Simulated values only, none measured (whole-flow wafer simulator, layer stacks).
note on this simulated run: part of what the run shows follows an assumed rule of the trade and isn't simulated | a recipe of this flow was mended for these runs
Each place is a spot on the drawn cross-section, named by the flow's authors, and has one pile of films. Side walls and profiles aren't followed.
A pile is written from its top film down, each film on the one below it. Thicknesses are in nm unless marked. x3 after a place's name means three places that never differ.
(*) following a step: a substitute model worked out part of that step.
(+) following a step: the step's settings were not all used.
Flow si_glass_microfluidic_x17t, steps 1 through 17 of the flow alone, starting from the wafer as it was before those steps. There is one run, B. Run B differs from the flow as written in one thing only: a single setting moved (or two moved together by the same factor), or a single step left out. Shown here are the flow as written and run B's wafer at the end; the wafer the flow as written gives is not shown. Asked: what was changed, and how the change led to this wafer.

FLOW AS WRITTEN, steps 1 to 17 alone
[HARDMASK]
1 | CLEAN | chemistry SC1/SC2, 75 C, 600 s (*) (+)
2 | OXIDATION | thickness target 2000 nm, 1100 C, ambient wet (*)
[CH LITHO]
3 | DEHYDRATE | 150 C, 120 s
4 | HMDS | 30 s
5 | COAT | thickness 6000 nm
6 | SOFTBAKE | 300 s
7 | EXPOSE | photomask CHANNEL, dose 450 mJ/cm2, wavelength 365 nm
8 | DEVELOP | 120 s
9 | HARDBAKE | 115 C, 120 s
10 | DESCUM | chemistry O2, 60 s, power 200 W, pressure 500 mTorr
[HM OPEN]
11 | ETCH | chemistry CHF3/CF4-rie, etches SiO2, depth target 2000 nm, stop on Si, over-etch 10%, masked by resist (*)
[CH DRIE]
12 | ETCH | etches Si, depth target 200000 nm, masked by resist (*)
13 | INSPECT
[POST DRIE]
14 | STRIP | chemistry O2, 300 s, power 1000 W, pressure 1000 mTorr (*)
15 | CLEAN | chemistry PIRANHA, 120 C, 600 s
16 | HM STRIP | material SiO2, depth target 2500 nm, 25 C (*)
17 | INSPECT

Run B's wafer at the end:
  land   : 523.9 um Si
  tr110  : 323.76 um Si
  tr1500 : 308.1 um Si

Cause: step 2, OXIDATION: thickness target 2480 nm was run, though the flow has thickness target 2000 nm; step 11, ETCH: depth target 2480 nm was run, where the flow has depth target 2000 nm.

How this came from the change, step by step:
  2 | OXIDATION | thickness target 2000 nm, 1100 C, ambient wet (*)
      land, tr110, tr1500, tr15: +2480 SiO2 (new film), -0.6 chemical SiO2 (all of it), -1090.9 Si (it would be, as written: +2000 SiO2 (new film), -0.6 chemical SiO2 (all of it), -879.7 Si)
  11 | ETCH | chemistry CHF3/CF4-rie, etches SiO2, depth target 2000 nm, stop on Si, over-etch 10%, masked by resist (*)
      tr110, tr1500, tr15: -2480 SiO2 (all of it), -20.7 Si (it would be, as written: -2000 SiO2 (all of it), -16.7 Si)
      land: -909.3 thick-i-line-resist (it would be, as written: -733.3 thick-i-line-resist)
  12 | ETCH | etches Si, depth target 200000 nm, masked by resist (*)
      tr1500: -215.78 um Si (it would be, as written: -215.73 um Si)
      tr15: -149.88 um Si (it would be, as written: -149.99 um Si)
  14 | STRIP | chemistry O2, 300 s, power 1000 W, pressure 1000 mTorr (*)
      land: -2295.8 thick-i-line-resist (all of it) (it would be, as written: -2472.3 thick-i-line-resist (all of it))
  16 | HM STRIP | material SiO2, depth target 2500 nm, 25 C (*)
      land: -2480 SiO2 (all of it) (it would be, as written: -2000 SiO2 (all of it))
